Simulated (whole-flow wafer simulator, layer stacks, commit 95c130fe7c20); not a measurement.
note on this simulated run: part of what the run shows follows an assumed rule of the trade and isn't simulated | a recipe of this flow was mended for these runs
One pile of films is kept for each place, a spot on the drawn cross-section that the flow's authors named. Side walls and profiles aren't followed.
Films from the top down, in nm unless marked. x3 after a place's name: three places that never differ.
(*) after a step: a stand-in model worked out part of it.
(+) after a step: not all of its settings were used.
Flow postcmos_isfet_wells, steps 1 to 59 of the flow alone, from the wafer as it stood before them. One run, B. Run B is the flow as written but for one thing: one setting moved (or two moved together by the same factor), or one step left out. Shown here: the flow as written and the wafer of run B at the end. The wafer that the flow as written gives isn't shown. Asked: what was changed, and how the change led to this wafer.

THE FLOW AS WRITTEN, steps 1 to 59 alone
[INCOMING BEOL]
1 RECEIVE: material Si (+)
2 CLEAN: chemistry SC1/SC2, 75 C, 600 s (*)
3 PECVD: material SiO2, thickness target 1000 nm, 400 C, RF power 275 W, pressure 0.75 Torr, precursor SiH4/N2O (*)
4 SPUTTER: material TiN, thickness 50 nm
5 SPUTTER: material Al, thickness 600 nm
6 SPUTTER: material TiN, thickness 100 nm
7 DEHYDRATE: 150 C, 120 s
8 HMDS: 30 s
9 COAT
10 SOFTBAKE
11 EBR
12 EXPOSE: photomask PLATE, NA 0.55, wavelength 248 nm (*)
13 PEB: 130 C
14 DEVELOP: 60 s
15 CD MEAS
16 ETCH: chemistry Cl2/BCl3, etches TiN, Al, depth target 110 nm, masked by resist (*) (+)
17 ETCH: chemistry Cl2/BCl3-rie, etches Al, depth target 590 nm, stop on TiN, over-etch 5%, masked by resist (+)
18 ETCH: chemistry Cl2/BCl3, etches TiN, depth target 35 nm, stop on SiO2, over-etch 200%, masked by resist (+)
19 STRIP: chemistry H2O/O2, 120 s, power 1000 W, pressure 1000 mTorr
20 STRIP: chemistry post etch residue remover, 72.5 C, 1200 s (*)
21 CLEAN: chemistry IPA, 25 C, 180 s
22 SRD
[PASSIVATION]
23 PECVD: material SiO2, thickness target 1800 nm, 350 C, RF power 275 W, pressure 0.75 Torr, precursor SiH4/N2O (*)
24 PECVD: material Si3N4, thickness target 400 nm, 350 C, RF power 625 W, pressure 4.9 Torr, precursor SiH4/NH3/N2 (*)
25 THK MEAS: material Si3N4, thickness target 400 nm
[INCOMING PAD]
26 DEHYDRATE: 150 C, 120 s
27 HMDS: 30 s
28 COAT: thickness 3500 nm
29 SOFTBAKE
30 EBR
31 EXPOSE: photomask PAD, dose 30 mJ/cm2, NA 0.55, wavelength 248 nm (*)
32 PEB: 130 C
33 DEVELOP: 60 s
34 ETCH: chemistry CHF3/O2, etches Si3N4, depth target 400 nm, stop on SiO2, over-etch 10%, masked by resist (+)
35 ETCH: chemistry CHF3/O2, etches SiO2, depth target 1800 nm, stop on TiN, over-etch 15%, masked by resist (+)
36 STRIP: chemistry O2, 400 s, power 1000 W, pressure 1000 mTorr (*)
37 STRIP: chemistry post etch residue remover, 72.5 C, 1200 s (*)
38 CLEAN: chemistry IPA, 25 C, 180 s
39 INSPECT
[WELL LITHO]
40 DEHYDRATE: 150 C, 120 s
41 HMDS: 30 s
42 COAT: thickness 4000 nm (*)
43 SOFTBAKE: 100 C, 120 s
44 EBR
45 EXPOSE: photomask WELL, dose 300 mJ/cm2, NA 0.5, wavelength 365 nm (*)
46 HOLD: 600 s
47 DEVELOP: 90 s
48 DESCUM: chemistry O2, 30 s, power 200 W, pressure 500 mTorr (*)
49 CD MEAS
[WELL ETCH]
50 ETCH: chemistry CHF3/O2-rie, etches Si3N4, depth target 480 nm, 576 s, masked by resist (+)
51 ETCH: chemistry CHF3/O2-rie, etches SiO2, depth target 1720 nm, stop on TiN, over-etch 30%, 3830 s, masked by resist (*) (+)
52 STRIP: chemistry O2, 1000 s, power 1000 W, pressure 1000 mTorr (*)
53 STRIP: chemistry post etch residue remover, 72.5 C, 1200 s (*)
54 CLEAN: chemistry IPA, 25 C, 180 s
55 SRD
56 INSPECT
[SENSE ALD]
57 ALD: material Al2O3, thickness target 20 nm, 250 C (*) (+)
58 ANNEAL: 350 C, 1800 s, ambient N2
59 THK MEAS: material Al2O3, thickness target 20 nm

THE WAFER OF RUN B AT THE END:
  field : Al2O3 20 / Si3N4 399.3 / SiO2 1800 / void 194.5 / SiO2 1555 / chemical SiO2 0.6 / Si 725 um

The cause: step 16, ETCH: depth target 70 nm was run, where the flow has depth target 110 nm.

How the change led to this, step by step:
  16 ETCH: chemistry Cl2/BCl3, etches TiN, Al, depth target 110 nm, masked by resist (*) (+)
      field: TiN -70 (as written it would be: TiN -100 (all of it), Al -10)
      margin x2, well900 x4, pad_clr, pad_open: thick-KrF-resist -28 (as written it would be: thick-KrF-resist -44)
  17 ETCH: chemistry Cl2/BCl3-rie, etches Al, depth target 590 nm, stop on TiN, over-etch 5%, masked by resist (+)
      field: TiN -30 (all of it), Al -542 (as written it would be: Al -590 (all of it), TiN -18.4)
  18 ETCH: chemistry Cl2/BCl3, etches TiN, depth target 35 nm, stop on SiO2, over-etch 200%, masked by resist (+)
      field: Al -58 (all of it), TiN -50 (all of it), SiO2 -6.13 (as written it would be: TiN -31.6 (all of it), SiO2 -14.7)
      margin x2, well900 x4, pad_clr, pad_open: thick-KrF-resist -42 (as written it would be: thick-KrF-resist -37.9)
  23 PECVD: material SiO2, thickness target 1800 nm, 350 C, RF power 275 W, pressure 0.75 Torr, precursor SiH4/N2O (*)
      field: SiO2 +1800 (new film), void +194.5 (new film), SiO2 +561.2 (as written it would be: SiO2 +1800 (new film), void +201.1 (new film), SiO2 +563.2)
